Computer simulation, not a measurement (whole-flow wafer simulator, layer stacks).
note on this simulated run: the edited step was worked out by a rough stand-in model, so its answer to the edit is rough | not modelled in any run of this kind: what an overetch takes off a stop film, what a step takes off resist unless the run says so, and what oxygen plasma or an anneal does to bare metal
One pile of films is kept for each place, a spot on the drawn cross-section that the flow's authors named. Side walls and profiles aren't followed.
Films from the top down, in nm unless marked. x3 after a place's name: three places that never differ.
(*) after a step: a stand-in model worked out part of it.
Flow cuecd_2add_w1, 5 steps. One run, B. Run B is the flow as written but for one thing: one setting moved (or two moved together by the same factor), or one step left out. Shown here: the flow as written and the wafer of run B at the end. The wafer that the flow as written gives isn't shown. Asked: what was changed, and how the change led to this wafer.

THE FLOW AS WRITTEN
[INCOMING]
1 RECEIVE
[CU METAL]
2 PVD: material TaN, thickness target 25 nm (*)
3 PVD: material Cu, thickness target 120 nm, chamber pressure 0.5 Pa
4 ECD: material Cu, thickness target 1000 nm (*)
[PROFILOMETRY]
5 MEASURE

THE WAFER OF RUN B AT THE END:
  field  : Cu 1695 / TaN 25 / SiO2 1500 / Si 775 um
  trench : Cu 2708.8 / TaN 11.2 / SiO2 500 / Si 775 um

The cause: step 4, ECD: thickness target 1575 nm was run, where the flow has thickness target 1000 nm.

How the change led to this, step by step:
  4 ECD: material Cu, thickness target 1000 nm (*)
      field: Cu +1575 (as written it would be: Cu +1000)
      trench: Cu +2655.2 (as written it would be: Cu +2080.2)
